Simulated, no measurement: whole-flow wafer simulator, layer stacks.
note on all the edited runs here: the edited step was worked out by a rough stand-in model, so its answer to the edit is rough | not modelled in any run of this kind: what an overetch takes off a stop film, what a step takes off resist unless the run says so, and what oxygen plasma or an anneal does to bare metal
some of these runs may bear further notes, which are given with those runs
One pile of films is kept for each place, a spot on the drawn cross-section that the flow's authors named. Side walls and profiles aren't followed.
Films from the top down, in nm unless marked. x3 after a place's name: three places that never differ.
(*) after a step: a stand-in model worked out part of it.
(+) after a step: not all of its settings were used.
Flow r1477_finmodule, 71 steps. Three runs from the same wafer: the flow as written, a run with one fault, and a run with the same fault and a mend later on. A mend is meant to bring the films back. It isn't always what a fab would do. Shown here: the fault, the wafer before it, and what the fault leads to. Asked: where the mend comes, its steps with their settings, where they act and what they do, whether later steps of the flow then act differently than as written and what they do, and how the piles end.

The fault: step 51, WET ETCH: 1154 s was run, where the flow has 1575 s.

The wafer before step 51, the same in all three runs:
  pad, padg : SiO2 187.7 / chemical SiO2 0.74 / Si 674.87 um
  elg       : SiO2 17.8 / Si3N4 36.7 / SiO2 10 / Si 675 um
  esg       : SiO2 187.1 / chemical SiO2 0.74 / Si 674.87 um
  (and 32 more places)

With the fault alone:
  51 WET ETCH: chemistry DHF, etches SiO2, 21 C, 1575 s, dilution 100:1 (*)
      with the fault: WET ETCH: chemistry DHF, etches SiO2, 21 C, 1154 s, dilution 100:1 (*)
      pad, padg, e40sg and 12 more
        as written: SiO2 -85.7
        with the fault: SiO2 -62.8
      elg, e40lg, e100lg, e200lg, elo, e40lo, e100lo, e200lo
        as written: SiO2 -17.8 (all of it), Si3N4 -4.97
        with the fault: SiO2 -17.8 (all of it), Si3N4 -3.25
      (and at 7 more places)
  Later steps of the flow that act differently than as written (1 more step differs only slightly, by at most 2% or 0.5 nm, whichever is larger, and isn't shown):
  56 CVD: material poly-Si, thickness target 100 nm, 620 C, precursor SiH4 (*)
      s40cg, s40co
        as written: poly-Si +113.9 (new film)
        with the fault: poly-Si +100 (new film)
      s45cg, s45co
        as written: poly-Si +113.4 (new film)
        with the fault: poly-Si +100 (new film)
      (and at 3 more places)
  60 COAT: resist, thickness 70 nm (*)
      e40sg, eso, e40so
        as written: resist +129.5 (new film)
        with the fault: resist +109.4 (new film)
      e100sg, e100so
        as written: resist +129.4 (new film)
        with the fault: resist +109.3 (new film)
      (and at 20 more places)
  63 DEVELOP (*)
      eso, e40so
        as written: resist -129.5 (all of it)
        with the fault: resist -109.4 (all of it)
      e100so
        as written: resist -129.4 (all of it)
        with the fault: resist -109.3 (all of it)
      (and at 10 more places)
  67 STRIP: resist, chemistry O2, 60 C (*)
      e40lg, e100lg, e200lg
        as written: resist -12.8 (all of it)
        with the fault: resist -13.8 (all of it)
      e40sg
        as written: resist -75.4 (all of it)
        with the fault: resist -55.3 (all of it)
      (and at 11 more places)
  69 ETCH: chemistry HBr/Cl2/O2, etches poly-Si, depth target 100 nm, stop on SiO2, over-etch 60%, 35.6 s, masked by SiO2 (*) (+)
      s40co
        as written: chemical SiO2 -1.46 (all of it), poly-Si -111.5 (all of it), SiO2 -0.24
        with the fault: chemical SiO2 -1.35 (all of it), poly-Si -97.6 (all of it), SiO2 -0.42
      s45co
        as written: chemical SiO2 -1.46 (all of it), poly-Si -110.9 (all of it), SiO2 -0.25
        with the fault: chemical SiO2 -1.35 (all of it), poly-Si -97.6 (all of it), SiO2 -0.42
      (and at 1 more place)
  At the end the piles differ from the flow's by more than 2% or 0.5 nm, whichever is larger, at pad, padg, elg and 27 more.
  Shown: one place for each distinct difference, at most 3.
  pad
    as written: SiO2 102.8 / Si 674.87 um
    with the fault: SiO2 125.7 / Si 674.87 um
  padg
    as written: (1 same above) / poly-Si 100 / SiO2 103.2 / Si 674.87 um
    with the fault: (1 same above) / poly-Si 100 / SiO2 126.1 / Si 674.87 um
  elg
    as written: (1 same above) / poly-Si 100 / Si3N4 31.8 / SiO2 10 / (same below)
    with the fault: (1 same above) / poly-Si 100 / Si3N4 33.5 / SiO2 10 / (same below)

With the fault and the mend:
  The mend comes after step 51.
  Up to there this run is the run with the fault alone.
  51a WET ETCH: chemistry DHF, etches SiO2, 21 C, 420.5 s, dilution 100:1 (*) (the flow's step 51 once more, with other settings)
      pad, padg, e40sg and 12 more
        SiO2 -22.9
      elg, e40lg, e100lg, e200lg, elo, e40lo, e100lo, e200lo
        Si3N4 -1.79
      esg, s40cg, s45cg, s50cg, s40co, s45co, s50co
        SiO2 -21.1
  No later step of the flow acts differently than as written, at any place that is followed, by more than 2% or 0.5 nm, whichever is larger.
  At the end the piles differ from the flow's only slightly at the places that both follow, by at most 2% or 0.5 nm, whichever is larger.
